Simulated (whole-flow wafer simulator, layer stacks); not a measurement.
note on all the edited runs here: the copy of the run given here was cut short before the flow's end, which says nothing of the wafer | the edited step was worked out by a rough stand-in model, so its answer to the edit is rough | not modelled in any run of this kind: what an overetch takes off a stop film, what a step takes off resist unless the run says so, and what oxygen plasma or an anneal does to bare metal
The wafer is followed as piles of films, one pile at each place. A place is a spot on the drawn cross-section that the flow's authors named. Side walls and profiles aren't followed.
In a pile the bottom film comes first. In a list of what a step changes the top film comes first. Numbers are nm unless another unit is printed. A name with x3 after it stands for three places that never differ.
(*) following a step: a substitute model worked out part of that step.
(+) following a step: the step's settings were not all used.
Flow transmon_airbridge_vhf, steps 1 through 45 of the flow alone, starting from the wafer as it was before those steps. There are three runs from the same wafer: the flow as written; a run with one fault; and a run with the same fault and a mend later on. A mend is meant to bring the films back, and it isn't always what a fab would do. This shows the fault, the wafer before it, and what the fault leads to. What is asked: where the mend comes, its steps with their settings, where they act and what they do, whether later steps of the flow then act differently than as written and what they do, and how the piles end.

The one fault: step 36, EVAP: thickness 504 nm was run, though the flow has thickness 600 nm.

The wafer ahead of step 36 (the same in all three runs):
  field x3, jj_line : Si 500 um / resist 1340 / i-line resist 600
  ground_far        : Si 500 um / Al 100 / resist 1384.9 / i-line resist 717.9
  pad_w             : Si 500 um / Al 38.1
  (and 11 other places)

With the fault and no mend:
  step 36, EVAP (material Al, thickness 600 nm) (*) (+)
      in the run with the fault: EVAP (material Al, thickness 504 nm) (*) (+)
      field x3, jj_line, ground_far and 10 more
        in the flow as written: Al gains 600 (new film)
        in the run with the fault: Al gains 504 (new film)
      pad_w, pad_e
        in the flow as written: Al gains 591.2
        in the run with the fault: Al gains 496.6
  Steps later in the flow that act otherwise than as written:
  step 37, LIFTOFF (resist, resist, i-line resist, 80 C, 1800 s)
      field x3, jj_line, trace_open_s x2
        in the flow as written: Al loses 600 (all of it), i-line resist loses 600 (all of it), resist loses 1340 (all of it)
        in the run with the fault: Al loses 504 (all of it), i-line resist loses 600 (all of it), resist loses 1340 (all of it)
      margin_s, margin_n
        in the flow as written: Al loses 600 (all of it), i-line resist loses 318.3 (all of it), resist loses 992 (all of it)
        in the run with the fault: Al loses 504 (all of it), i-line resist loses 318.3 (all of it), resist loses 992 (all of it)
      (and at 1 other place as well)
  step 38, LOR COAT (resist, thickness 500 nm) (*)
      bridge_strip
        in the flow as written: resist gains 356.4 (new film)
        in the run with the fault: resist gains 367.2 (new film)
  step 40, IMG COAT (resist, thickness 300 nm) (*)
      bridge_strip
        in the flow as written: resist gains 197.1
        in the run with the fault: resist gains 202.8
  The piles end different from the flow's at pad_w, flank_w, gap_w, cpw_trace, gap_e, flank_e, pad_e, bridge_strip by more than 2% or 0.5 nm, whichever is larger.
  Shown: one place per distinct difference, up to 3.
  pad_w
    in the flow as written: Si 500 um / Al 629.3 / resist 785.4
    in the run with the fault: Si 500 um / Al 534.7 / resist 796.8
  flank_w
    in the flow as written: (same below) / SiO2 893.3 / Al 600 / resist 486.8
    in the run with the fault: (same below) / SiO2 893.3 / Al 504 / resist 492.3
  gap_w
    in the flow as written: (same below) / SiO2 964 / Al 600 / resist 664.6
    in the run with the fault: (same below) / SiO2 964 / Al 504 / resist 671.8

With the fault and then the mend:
  After step 36 comes the mend.
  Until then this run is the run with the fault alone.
  step 36a, EVAP (material Al, thickness 96 nm) (*) (+) (the flow's step 36 again, with other settings)
      field x3, jj_line, ground_far and 10 more
        Al gains 96
      pad_w, pad_e
        Al gains 94.6
  Later steps of the flow that are run all act as written at every place that is followed, up to a difference of at most 2% or 0.5 nm, whichever is larger.
  When the end is reached, the piles differ only a little from the flow's at the places that both follow, at most by 2% or 0.5 nm, whichever is larger.
